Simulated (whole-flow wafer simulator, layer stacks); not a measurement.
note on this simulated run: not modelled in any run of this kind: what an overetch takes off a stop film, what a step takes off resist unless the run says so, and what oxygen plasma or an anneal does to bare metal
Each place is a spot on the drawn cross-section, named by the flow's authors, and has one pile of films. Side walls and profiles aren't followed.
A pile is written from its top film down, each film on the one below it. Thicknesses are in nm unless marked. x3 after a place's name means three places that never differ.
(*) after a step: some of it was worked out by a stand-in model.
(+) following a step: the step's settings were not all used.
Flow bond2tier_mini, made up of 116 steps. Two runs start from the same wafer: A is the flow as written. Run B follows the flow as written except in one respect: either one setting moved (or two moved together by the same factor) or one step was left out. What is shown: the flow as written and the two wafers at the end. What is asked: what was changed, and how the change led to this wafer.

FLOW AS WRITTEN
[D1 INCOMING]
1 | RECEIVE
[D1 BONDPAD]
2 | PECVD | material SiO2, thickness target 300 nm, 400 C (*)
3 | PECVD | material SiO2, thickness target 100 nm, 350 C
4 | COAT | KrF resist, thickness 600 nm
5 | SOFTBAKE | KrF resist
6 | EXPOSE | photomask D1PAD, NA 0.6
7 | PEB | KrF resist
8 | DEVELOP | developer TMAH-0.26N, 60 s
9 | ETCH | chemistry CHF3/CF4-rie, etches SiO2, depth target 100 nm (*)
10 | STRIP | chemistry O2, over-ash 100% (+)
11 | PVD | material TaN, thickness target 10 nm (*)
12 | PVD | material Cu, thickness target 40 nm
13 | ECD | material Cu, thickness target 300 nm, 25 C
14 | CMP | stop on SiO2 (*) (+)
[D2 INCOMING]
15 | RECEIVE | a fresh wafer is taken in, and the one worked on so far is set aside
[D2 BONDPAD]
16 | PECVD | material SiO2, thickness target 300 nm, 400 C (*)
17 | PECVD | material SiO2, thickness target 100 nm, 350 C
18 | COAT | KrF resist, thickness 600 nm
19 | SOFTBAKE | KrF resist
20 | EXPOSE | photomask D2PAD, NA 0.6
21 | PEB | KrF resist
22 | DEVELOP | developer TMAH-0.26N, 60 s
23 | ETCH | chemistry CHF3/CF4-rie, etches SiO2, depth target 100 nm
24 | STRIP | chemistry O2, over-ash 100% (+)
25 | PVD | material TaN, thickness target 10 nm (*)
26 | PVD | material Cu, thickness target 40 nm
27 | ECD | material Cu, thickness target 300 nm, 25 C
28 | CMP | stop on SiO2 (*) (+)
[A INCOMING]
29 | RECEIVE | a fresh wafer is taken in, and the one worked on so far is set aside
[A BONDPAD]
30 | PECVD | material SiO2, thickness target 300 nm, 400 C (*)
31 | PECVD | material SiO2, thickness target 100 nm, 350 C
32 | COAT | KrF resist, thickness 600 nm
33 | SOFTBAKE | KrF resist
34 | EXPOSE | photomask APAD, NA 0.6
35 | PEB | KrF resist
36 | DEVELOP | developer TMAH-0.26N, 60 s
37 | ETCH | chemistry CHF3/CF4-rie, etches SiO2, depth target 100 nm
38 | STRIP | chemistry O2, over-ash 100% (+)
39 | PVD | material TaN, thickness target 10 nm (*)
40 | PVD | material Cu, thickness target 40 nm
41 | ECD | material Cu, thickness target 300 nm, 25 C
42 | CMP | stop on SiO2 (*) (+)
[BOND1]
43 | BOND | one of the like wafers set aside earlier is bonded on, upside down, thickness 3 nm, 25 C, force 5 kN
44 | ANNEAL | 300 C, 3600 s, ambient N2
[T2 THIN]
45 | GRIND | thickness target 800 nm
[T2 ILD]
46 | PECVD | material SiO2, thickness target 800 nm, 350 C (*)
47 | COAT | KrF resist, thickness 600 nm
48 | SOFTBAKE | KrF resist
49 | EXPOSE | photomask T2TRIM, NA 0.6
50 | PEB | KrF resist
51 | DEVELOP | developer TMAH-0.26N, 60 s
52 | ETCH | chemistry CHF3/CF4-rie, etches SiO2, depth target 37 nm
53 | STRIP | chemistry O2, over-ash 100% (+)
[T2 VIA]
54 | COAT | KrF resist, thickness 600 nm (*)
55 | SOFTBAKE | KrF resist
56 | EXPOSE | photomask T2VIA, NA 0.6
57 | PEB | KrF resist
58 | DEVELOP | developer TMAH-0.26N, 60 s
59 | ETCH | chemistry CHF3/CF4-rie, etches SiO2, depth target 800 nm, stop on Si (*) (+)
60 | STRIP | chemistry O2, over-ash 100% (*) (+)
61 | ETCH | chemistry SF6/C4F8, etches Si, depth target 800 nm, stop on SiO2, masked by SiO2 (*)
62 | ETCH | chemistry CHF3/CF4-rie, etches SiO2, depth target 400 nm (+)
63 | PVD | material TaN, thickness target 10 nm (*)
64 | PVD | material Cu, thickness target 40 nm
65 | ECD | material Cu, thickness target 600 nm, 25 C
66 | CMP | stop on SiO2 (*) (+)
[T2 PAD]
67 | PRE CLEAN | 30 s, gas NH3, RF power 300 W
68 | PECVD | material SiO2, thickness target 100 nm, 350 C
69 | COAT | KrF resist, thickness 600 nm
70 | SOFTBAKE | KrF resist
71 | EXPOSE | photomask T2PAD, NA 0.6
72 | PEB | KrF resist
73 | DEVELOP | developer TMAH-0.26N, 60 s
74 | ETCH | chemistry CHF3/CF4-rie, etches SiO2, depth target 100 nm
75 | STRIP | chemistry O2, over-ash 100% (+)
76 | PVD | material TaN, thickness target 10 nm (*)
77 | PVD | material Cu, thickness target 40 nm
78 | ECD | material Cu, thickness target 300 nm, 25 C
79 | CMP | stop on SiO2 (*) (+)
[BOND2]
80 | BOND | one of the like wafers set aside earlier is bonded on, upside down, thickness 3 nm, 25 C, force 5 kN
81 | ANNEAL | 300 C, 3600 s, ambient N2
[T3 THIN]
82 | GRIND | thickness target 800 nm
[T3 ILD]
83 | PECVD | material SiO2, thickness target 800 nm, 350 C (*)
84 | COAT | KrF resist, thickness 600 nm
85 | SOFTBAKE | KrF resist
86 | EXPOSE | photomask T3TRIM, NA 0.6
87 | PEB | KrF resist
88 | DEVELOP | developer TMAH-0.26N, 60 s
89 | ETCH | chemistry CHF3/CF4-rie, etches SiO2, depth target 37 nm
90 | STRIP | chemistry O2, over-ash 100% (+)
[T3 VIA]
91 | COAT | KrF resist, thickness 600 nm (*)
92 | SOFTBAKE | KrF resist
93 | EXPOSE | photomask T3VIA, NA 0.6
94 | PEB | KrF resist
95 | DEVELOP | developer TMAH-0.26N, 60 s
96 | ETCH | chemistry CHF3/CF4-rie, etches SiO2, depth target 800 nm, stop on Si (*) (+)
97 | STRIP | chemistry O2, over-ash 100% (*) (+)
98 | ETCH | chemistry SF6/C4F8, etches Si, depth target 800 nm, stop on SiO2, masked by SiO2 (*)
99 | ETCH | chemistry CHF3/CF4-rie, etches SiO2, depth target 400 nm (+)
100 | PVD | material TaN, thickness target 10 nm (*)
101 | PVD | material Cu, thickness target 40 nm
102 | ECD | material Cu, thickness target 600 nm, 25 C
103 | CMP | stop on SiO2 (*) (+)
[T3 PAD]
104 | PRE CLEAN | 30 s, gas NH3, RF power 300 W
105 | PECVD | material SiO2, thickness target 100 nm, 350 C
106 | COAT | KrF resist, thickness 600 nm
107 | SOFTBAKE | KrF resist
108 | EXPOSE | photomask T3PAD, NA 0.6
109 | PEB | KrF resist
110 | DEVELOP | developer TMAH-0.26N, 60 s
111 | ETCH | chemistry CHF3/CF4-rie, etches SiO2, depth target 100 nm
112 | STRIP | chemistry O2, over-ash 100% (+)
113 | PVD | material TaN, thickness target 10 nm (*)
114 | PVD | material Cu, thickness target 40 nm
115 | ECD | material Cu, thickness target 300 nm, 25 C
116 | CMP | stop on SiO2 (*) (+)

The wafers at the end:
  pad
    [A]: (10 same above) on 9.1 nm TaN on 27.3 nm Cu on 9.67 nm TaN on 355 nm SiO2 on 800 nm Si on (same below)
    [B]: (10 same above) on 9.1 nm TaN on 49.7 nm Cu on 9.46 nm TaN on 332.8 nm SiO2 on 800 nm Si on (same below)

The reason: step 52, ETCH: depth target 59.2 nm was run, while the flow as written has depth target 37 nm.

The path from the change to this, step by step:
  52 | ETCH | chemistry CHF3/CF4-rie, etches SiO2, depth target 37 nm
      pad, via: A SiO2 loses 37 | B SiO2 loses 59.2
      field: A KrF resist loses 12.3 | B KrF resist loses 19.7
  59 | ETCH | chemistry CHF3/CF4-rie, etches SiO2, depth target 800 nm, stop on Si (*) (+)
      via: A SiO2 loses 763 (all of it) | B SiO2 loses 740.8 (all of it)
  60 | STRIP | chemistry O2, over-ash 100% (*) (+)
      field: A KrF resist loses 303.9 (all of it) | B KrF resist loses 294.5 (all of it)
      pad: A KrF resist loses 336 (all of it) | B KrF resist loses 345.8 (all of it)
  64 | PVD | material Cu, thickness target 40 nm
      pad: A Cu gains 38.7 (new film) | B Cu gains 37.8 (new film)
  65 | ECD | material Cu, thickness target 600 nm, 25 C
      pad: A Cu gains 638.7 | B Cu gains 661.9
